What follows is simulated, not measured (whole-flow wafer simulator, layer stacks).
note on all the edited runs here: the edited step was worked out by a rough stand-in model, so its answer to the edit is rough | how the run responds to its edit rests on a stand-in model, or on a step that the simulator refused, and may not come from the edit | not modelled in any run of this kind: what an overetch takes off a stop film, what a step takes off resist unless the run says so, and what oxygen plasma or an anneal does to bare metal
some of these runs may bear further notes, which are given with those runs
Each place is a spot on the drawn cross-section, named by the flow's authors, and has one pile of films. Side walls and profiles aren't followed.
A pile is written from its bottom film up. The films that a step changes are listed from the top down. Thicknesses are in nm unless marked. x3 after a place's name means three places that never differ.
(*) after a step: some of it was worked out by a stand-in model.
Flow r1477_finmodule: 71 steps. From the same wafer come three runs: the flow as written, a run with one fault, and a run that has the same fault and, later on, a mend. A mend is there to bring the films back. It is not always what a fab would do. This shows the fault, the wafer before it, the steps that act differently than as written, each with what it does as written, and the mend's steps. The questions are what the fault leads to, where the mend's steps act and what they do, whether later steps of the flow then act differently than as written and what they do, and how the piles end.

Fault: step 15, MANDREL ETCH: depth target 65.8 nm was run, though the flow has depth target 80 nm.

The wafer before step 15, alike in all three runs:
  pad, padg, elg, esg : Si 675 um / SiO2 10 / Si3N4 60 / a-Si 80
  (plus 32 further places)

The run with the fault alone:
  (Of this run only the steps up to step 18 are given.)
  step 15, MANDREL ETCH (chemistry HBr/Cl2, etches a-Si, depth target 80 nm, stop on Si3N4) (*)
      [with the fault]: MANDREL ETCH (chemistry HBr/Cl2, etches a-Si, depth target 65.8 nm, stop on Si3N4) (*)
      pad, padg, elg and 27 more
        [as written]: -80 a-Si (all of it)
        [with the fault]: -65.8 a-Si
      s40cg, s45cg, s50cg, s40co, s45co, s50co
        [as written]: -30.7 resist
        [with the fault]: -25.2 resist
  Steps later in the flow that act otherwise than as written:
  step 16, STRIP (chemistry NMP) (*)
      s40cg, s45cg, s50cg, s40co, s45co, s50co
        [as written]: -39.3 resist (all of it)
        [with the fault]: -44.8 resist (all of it)
  The piles after step 18 differ from the flow's at pad, padg, elg and 27 more by more than 2% or 0.5 nm, whichever is larger.
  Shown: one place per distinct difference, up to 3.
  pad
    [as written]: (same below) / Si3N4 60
    [with the fault]: (same below) / Si3N4 60 / a-Si 14.2

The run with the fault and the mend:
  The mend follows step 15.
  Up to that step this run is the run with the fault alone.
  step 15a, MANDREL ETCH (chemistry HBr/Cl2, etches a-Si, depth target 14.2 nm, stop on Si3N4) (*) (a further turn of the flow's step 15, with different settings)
      pad, padg, elg and 27 more
        -14.2 a-Si (all of it)
      s40cg, s45cg, s50cg, s40co, s45co, s50co
        -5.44 resist
  None of the later steps of the flow acts differently than as written at any place that is followed.
  At every place that both follow, the piles at the end match the flow's.
